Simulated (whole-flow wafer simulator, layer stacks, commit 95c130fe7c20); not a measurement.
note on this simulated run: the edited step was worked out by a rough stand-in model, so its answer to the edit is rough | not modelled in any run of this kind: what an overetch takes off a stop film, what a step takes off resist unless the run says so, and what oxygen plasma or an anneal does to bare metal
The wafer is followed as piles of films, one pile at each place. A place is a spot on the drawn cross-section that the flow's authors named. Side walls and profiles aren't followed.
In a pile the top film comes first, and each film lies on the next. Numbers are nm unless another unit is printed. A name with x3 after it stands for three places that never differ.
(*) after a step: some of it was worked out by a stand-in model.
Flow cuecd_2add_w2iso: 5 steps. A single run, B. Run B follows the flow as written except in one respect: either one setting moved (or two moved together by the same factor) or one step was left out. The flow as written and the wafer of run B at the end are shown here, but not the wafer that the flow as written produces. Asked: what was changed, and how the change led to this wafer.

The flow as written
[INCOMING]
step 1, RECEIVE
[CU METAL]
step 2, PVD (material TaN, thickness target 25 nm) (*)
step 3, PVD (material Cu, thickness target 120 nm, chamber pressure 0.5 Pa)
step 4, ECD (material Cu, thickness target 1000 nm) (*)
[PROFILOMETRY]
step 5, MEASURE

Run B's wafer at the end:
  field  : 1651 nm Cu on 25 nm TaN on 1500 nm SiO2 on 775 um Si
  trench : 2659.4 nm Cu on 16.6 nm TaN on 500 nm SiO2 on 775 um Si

Cause: step 4, ECD: thickness target 1531 nm was run, though the flow has thickness target 1000 nm.

The path from the change to this, step by step:
  step 4, ECD (material Cu, thickness target 1000 nm) (*)
      field: +1531 Cu (in the flow as written it would be: +1000 Cu)
      trench: +2578.6 Cu (in the flow as written it would be: +2047.6 Cu)
